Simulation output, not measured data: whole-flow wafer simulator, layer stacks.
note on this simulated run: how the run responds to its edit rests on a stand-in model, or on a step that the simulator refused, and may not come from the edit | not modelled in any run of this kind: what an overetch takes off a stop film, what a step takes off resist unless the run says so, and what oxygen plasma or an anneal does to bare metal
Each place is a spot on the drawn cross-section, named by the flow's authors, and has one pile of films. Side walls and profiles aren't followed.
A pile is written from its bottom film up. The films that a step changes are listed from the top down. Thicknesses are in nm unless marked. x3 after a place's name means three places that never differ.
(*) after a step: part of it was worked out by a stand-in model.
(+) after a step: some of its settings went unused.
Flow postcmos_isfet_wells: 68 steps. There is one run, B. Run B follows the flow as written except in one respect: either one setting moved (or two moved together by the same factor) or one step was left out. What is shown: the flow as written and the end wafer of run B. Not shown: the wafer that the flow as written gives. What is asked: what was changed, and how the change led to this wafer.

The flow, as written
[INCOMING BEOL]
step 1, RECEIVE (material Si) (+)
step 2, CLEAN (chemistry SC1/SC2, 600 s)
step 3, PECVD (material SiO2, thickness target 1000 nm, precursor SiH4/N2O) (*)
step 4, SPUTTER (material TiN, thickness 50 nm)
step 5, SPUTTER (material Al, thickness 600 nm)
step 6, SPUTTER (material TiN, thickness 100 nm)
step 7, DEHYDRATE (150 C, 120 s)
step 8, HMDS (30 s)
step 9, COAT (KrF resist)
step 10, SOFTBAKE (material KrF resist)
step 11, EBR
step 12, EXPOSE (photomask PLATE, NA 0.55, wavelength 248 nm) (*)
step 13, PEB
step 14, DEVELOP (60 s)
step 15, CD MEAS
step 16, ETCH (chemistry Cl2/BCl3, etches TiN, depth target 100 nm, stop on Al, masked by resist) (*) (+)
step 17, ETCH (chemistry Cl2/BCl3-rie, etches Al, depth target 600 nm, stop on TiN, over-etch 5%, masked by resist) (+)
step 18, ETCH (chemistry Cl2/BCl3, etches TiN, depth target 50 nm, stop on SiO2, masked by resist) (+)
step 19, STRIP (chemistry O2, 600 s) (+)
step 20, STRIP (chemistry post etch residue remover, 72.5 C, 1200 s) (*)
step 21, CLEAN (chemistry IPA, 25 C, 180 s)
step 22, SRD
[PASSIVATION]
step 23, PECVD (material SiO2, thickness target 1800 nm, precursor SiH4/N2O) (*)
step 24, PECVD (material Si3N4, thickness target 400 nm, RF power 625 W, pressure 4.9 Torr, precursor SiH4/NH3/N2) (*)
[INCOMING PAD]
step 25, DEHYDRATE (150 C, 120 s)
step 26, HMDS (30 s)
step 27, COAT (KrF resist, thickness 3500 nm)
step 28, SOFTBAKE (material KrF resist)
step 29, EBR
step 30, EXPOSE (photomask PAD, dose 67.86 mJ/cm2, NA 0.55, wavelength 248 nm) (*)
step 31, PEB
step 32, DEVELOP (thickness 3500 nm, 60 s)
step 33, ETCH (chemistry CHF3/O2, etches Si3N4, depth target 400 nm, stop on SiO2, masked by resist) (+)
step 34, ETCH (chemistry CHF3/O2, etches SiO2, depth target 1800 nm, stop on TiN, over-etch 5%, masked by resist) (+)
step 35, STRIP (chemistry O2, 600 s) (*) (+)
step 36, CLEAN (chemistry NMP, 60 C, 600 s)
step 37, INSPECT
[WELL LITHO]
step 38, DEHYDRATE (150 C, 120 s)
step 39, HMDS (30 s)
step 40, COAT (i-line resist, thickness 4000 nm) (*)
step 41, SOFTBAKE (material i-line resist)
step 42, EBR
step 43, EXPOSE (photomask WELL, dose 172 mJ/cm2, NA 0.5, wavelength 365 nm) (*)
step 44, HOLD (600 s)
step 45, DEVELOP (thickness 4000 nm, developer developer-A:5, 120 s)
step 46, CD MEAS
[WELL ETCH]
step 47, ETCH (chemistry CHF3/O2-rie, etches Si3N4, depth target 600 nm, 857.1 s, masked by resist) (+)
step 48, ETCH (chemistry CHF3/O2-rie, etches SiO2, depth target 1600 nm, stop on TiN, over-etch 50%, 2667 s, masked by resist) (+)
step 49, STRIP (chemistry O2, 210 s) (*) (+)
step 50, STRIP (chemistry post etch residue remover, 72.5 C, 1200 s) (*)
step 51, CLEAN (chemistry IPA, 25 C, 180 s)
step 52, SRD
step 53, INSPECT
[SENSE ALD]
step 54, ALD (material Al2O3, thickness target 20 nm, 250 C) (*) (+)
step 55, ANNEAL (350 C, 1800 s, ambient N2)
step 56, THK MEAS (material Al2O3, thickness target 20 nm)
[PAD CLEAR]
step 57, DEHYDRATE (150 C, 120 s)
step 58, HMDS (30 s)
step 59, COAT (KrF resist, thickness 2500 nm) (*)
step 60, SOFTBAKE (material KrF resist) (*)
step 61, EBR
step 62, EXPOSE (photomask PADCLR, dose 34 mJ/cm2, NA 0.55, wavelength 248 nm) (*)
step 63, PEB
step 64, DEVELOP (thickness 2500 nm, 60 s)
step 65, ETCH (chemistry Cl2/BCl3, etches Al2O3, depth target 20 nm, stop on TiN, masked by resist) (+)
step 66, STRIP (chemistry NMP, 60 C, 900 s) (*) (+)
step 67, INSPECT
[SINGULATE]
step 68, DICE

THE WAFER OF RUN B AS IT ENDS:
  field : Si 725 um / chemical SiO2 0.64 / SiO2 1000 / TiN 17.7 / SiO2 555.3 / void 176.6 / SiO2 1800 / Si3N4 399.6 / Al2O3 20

The reason: step 18, ETCH: depth target 31.86 nm was run, whereas the flow has depth target 50 nm.

Step by step, how the change led to this:
  step 18, ETCH (chemistry Cl2/BCl3, etches TiN, depth target 50 nm, stop on SiO2, masked by resist) (+)
      field: -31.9 TiN (in the flow as written it would be: -50 TiN (all of it))
      margin, well900, well1300 x3, pad_rim, pad_clr, pad_open: -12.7 KrF resist (in the flow as written it would be: -20 KrF resist)
  step 23, PECVD (material SiO2, thickness target 1800 nm, precursor SiH4/N2O) (*)
      field: +1800 SiO2 (new film), +176.6 void (new film), +555.3 SiO2 (new film) (in the flow as written it would be: +1800 SiO2 (new film), +189.9 void (new film), +559.7 SiO2)
With metal films that touch counted as one body, field has 1 body; the flow as written gives 0 bodies.
